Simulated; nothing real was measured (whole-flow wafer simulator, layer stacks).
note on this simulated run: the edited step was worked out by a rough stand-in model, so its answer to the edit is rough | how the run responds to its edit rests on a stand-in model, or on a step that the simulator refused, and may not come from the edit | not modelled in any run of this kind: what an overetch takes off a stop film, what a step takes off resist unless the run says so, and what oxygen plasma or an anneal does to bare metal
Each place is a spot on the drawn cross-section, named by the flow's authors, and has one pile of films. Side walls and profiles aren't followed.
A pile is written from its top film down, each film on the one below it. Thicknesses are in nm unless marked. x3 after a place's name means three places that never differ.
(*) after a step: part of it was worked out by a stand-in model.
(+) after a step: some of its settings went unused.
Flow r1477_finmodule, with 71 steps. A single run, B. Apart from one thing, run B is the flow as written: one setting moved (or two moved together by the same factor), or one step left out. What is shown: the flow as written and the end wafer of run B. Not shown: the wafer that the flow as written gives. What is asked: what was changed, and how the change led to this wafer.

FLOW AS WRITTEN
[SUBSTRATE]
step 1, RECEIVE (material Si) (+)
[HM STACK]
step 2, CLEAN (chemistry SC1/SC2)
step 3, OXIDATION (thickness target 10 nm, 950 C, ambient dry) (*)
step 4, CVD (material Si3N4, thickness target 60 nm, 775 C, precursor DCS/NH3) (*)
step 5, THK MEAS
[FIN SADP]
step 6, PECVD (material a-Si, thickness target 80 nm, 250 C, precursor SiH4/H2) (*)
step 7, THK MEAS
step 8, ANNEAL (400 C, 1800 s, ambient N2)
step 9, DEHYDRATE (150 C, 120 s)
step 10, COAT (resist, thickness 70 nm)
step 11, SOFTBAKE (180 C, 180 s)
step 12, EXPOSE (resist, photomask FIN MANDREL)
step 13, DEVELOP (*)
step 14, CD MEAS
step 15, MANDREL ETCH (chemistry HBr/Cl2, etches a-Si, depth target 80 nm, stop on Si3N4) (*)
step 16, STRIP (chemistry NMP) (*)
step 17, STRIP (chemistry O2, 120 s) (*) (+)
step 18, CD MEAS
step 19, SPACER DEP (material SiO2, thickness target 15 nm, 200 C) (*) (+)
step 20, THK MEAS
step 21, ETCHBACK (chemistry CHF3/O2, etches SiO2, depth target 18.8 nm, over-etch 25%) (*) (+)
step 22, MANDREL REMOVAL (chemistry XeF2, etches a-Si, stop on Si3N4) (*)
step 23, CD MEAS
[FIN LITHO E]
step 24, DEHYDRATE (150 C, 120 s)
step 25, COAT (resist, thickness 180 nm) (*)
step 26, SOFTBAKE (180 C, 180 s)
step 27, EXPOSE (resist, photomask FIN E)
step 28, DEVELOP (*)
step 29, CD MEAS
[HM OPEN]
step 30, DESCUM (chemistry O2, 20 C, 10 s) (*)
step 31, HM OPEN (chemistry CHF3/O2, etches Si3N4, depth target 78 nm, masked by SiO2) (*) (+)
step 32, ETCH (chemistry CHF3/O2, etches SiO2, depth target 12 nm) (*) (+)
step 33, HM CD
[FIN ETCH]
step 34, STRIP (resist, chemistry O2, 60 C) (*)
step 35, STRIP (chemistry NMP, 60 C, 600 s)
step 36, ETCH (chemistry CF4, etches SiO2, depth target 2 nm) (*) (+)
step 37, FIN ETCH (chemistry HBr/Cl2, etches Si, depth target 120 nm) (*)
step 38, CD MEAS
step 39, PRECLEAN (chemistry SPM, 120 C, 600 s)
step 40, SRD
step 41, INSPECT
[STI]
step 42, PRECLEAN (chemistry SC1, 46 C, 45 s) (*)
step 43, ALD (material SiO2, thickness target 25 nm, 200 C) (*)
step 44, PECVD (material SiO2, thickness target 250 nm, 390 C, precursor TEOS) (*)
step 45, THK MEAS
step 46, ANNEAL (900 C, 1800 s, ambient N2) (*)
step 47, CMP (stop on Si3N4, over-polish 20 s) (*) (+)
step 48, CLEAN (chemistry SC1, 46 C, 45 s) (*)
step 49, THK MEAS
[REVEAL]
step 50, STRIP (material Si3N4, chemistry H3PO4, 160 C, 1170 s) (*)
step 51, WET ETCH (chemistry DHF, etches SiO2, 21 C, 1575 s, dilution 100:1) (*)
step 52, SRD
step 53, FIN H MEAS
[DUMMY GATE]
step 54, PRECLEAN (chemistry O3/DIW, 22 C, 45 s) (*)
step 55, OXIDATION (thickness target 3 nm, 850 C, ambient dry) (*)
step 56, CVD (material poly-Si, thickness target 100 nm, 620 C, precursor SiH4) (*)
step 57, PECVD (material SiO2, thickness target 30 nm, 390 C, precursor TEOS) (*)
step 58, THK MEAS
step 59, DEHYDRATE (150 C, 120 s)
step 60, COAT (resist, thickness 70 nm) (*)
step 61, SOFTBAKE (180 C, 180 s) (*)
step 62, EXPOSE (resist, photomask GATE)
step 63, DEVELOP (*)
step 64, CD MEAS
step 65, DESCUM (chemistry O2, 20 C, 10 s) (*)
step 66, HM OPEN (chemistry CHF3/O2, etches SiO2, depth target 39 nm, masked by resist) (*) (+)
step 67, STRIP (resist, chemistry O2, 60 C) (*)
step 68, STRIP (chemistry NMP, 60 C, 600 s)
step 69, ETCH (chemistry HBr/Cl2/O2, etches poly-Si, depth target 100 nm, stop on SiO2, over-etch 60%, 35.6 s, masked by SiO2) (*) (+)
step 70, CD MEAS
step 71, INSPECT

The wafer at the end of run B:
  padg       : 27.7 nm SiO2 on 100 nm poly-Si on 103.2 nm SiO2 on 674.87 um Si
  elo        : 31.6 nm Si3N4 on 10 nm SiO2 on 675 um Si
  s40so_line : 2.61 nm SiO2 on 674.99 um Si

Cause: step 57, PECVD: thickness target 33 nm was run, while the flow as written has thickness target 30 nm.

How this came from the change, step by step:
  step 57, PECVD (material SiO2, thickness target 30 nm, 390 C, precursor TEOS) (*)
      pad, padg, elg and 33 more: SiO2 gains 33 (new film) (in the flow as written it would be: SiO2 gains 30 (new film))
  step 66, HM OPEN (chemistry CHF3/O2, etches SiO2, depth target 39 nm, masked by resist) (*) (+)
      pad, elo, eso and 15 more: SiO2 loses 33 (all of it), poly-Si loses 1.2 (in the flow as written it would be: SiO2 loses 30 (all of it), poly-Si loses 1.8)
